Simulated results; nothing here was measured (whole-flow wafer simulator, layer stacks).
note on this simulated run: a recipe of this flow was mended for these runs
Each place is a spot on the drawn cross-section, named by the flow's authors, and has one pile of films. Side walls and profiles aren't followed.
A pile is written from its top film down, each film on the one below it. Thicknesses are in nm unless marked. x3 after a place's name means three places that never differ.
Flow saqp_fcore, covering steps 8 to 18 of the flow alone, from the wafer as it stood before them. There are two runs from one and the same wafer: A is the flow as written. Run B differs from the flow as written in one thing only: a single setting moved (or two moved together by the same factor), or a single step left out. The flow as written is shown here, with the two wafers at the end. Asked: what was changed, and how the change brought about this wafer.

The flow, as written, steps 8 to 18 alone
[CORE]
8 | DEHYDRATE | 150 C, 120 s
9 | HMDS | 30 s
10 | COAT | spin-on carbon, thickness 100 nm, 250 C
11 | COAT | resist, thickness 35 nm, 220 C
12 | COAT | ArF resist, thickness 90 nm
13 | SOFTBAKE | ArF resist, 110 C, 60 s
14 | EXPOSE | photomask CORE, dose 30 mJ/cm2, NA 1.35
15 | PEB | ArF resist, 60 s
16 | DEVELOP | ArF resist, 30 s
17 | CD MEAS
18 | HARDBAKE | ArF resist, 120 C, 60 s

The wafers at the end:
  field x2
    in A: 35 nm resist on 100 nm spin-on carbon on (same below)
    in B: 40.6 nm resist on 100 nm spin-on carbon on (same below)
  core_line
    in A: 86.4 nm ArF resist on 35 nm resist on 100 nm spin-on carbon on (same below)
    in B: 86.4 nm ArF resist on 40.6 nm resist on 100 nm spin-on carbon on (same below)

The reason: step 11, COAT: thickness 40.6 nm was run, whereas the flow has thickness 35 nm.
The wafer itself shows it: field x2 has resist 40.6, and step 11 as written asks for 35 nm.

How this came from the change, step by step:
  11 | COAT | resist, thickness 35 nm, 220 C
      field x2, core_line: A +35 resist (new film) | B +40.6 resist (new film)
